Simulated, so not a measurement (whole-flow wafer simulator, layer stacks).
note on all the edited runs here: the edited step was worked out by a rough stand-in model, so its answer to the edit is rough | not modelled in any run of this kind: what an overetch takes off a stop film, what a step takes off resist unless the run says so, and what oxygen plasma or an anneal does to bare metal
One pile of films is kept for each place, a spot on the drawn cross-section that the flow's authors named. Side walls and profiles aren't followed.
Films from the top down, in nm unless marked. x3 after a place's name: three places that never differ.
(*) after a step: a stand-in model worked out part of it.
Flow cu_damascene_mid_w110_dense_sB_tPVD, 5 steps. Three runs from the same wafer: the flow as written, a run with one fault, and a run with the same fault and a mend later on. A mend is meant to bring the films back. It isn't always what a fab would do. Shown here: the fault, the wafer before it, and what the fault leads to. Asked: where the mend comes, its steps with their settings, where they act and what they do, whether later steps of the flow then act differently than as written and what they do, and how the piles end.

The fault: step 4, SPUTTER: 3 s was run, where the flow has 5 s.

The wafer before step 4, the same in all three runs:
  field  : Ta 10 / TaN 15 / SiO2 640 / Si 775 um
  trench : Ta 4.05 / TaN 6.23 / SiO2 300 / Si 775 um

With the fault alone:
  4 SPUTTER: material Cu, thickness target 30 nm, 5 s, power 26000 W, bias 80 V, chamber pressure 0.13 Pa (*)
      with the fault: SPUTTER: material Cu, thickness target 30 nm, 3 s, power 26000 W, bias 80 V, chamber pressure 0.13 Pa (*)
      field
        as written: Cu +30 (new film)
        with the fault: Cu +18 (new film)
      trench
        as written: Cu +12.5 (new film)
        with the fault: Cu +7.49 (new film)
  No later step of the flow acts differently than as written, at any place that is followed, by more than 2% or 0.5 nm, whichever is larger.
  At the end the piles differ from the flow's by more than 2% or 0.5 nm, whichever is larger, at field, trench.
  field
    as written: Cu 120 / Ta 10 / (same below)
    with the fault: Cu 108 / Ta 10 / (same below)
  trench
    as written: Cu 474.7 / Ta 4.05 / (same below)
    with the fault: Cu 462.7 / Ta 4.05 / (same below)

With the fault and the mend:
  The mend comes after step 4.
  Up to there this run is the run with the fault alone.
  4a SPUTTER: material Cu, thickness target 30 nm, 2 s, power 26000 W, bias 80 V, chamber pressure 0.13 Pa (*) (the flow's step 4 once more, with other settings)
      field
        Cu +12
      trench
        Cu +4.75
  No later step of the flow acts differently than as written, at any place that is followed, by more than 2% or 0.5 nm, whichever is larger.
  At the end the piles are the same as the flow's at every place that both follow.
